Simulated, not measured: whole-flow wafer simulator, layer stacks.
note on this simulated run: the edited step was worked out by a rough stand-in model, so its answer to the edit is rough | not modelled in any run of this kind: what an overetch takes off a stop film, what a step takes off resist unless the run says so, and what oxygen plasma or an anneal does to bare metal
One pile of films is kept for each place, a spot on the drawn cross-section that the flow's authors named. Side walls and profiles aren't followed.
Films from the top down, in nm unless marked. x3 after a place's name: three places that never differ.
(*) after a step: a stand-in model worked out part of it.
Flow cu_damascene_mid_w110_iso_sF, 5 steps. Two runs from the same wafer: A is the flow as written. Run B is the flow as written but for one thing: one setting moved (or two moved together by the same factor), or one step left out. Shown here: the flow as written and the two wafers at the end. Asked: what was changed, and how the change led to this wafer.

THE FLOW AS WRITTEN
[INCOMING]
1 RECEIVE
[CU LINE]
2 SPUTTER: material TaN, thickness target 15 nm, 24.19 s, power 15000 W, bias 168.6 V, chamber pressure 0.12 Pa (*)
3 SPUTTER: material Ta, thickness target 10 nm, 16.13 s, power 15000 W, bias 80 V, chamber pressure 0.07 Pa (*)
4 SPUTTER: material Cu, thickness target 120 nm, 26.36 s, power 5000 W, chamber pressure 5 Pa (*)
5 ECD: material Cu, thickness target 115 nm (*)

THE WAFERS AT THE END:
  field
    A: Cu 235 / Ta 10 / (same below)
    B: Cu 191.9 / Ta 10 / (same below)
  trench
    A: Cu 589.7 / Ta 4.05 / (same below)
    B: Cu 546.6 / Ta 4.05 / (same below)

The cause: step 5, ECD: thickness target 71.9 nm was run, where the flow has thickness target 115 nm.

How the change led to this, step by step:
  5 ECD: material Cu, thickness target 115 nm (*)
      field: A Cu +115 | B Cu +71.9
      trench: A Cu +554 | B Cu +510.9
